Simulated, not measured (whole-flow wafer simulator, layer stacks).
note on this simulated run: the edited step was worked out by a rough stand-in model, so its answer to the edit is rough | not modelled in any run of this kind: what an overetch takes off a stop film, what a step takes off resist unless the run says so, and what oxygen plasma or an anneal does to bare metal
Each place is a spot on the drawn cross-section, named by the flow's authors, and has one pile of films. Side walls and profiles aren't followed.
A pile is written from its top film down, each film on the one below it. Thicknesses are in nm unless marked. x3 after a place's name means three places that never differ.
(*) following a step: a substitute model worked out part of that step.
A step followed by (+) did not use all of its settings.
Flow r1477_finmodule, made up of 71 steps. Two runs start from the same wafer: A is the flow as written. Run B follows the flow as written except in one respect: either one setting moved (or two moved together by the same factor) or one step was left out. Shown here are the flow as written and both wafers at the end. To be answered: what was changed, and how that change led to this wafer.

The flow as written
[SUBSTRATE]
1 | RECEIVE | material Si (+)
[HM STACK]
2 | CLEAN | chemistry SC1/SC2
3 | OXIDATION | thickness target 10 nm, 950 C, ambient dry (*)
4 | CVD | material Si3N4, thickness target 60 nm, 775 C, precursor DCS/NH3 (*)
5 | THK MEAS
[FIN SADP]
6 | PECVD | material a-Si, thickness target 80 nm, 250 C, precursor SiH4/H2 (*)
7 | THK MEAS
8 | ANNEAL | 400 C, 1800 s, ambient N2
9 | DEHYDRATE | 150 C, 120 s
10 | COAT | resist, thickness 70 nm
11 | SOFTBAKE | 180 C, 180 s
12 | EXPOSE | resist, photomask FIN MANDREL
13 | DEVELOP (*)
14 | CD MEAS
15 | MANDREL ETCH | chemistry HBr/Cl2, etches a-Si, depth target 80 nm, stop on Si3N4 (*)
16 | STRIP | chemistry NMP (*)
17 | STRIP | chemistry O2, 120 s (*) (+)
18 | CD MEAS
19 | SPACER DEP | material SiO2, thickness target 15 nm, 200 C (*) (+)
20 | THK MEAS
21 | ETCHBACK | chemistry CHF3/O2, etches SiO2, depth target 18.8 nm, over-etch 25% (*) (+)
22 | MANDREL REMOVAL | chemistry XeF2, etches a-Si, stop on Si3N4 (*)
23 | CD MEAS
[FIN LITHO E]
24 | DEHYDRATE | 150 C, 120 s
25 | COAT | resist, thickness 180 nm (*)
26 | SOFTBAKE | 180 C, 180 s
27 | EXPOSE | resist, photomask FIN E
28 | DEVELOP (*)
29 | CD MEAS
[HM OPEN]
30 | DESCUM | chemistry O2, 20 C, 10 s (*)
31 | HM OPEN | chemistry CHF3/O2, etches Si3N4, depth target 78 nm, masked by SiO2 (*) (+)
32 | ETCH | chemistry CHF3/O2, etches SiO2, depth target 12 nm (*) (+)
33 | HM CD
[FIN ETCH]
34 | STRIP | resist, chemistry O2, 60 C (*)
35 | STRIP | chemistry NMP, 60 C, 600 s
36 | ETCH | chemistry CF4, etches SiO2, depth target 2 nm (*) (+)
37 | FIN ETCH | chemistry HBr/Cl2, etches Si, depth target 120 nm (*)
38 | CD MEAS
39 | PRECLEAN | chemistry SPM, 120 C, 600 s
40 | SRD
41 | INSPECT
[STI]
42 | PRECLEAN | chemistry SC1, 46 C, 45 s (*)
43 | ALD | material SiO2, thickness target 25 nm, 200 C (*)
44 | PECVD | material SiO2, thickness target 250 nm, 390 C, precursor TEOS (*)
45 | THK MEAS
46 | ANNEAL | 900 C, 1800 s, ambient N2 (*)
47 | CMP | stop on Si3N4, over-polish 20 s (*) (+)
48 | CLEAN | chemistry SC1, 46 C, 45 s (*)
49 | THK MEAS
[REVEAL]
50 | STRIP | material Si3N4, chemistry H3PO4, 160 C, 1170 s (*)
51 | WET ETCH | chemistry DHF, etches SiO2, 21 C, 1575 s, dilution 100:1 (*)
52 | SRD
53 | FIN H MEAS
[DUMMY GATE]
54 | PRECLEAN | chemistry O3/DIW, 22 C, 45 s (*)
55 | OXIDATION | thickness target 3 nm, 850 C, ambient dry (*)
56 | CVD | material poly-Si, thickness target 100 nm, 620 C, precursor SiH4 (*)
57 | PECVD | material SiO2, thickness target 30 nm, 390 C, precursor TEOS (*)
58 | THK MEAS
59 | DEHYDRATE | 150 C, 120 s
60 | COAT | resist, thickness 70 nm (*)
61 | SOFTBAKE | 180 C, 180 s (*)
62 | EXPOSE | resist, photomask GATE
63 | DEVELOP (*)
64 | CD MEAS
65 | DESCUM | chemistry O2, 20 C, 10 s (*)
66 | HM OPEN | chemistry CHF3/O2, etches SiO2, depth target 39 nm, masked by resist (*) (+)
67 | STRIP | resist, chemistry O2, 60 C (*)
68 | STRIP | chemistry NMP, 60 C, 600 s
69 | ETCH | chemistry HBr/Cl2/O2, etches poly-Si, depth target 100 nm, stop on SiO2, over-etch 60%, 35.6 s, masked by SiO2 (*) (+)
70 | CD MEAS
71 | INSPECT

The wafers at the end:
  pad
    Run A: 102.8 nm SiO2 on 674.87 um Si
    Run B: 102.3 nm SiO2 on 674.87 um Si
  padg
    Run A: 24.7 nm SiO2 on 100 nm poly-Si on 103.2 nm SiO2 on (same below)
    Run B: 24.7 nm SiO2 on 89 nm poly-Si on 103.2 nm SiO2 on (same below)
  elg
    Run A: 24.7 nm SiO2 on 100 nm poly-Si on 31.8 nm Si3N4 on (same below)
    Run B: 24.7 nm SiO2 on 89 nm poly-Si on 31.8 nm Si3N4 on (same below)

The reason: step 56, CVD: thickness target 89 nm was run, whereas the flow has thickness target 100 nm.
The wafer itself shows it: padg has poly-Si 89, and step 56 as written asks for 100 nm.

How this came from the change, step by step:
  56 | CVD | material poly-Si, thickness target 100 nm, 620 C, precursor SiH4 (*)
      pad, padg, elg and 26 more: A +100 poly-Si (new film) | B +89 poly-Si (new film)
      s40cg, s40co: A +113.9 poly-Si (new film) | B +102.7 poly-Si (new film)
      (also at 5 further places)
  69 | ETCH | chemistry HBr/Cl2/O2, etches poly-Si, depth target 100 nm, stop on SiO2, over-etch 60%, 35.6 s, masked by SiO2 (*) (+)
      pad, eso, e40so and 8 more: A -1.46 chemical SiO2 (all of it), -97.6 poly-Si (all of it), -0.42 SiO2 | B -1.46 chemical SiO2 (all of it), -86.6 poly-Si (all of it), -0.97 SiO2
      elo, e40lo, e100lo, e200lo: A -1.46 chemical SiO2 (all of it), -97.6 poly-Si (all of it), -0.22 Si3N4 | B -1.46 chemical SiO2 (all of it), -86.6 poly-Si (all of it), -1.22 Si3N4
      (also at 3 further places)
